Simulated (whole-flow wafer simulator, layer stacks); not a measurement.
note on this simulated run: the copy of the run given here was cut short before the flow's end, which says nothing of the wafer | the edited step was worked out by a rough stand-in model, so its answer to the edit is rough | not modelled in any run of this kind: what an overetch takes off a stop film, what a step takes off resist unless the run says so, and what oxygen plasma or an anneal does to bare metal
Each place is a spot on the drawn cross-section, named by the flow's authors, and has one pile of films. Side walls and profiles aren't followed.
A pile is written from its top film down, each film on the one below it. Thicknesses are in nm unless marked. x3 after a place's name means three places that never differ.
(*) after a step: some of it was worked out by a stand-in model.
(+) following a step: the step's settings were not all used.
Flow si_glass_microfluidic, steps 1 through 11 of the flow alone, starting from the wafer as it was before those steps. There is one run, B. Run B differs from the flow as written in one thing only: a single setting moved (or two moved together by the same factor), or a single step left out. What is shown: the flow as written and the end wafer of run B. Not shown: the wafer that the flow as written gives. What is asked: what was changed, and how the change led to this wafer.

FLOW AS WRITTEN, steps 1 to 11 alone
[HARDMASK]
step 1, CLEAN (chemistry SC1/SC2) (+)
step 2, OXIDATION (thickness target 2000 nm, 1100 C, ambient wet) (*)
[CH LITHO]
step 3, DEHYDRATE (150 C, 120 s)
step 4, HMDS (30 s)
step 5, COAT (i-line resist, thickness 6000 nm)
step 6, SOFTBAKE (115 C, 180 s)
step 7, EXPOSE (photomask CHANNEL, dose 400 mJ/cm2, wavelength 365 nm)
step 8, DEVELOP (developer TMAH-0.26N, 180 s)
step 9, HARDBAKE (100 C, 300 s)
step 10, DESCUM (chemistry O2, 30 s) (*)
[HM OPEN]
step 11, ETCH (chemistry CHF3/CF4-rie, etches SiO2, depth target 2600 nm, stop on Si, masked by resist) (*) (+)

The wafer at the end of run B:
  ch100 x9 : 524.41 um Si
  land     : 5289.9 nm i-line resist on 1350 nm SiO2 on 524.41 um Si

What caused this: step 2, OXIDATION: thickness target 1350 nm was run, though the flow has thickness target 2000 nm.
The wafer lets one read it off: land has SiO2 1350, and step 2 as written asks for 2000 nm.

How this came from the change, step by step:
  step 2, OXIDATION (thickness target 2000 nm, 1100 C, ambient wet) (*)
      land, ch100 x9: +1350 SiO2 (new film), -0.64 chemical SiO2 (all of it), -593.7 Si (as written it would have been: +2000 SiO2 (new film), -0.64 chemical SiO2 (all of it), -879.7 Si)
  step 11, ETCH (chemistry CHF3/CF4-rie, etches SiO2, depth target 2600 nm, stop on Si, masked by resist) (*) (+)
      ch100 x9: -1350 SiO2 (all of it) (as written it would have been: -2000 SiO2 (all of it))
      land: -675 i-line resist (as written it would have been: -866.7 i-line resist)
